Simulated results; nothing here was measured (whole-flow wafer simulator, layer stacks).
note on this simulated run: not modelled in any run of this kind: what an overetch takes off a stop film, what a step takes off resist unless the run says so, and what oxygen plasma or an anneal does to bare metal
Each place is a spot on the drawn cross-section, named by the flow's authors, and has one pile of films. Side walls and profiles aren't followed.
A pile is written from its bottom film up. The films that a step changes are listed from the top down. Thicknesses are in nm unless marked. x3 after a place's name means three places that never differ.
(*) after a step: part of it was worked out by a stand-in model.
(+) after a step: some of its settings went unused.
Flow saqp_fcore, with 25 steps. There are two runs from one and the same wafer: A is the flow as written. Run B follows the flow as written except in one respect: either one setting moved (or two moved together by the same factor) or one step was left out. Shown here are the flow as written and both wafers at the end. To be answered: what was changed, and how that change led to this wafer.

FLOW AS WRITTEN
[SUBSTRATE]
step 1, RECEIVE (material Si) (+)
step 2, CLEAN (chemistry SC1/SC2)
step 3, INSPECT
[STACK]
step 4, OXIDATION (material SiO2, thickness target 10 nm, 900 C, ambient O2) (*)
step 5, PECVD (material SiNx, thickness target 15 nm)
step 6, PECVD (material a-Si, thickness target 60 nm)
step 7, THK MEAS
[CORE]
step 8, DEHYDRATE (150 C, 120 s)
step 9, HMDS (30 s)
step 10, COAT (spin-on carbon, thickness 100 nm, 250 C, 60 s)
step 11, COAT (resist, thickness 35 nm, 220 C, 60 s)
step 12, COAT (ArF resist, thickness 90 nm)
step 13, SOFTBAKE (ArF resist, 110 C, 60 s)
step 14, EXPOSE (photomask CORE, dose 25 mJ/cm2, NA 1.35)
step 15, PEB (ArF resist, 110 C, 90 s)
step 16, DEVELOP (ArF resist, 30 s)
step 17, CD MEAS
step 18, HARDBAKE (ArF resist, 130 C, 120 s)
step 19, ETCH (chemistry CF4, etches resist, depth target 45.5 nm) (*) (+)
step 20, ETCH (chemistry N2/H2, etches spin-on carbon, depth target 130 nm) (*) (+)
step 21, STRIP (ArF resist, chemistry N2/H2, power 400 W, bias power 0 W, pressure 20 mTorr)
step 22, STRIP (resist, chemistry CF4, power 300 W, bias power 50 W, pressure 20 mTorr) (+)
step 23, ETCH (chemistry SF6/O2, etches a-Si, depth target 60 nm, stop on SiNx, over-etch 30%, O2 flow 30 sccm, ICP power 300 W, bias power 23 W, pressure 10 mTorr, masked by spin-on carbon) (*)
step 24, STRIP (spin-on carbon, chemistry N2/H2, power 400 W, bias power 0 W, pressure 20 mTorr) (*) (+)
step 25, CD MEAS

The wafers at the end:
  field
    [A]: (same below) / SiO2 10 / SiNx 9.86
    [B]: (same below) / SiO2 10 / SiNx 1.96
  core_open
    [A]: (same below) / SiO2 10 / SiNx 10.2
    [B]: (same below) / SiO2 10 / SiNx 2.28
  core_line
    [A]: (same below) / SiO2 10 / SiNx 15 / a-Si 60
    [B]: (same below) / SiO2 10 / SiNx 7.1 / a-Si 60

The reason: step 5, PECVD: thickness target 7.1 nm was run, though the flow has thickness target 15 nm.
One can read it off the wafer: core_line has SiNx 7.1, and step 5 as written asks for 15 nm.

How this came from the change, step by step:
  step 5, PECVD (material SiNx, thickness target 15 nm)
      field, core_open, core_line: A +15 SiNx (new film) | B +7.1 SiNx (new film)
